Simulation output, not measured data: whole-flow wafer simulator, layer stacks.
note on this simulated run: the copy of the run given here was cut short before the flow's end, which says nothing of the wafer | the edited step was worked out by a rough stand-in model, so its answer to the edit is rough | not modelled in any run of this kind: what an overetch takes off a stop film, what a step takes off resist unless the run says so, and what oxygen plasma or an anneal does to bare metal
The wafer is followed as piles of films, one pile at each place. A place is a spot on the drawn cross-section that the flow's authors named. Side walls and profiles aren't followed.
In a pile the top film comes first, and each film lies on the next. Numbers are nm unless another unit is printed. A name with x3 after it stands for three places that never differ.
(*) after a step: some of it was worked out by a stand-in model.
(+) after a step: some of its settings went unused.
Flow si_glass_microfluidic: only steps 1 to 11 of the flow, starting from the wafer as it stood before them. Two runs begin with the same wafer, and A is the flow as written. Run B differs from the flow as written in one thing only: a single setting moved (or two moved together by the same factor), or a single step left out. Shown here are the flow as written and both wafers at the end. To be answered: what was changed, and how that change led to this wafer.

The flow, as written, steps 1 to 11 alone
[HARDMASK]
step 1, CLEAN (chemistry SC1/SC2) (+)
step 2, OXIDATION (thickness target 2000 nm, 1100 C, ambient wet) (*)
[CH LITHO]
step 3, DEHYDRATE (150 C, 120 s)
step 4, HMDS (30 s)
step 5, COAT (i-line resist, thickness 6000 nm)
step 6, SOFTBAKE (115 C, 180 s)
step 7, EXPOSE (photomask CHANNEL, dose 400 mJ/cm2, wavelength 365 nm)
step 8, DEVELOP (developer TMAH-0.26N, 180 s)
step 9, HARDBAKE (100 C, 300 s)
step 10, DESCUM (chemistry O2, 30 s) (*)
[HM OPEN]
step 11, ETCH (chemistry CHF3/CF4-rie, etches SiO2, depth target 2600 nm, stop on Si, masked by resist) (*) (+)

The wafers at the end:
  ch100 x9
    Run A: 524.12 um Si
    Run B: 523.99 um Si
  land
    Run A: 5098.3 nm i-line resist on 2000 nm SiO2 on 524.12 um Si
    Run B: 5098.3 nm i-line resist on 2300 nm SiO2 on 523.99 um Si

Cause: step 2, OXIDATION: thickness target 2300 nm was run, though the flow has thickness target 2000 nm.
The wafer itself shows it: land has SiO2 2300, and step 2 as written asks for 2000 nm.

The path from the change to this, step by step:
  step 2, OXIDATION (thickness target 2000 nm, 1100 C, ambient wet) (*)
      land, ch100 x9: A SiO2 gains 2000 (new film), chemical SiO2 loses 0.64 (all of it), Si loses 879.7 | B SiO2 gains 2300 (new film), chemical SiO2 loses 0.64 (all of it), Si loses 1011.7
  step 11, ETCH (chemistry CHF3/CF4-rie, etches SiO2, depth target 2600 nm, stop on Si, masked by resist) (*) (+)
      ch100 x9: A SiO2 loses 2000 (all of it) | B SiO2 loses 2300 (all of it)
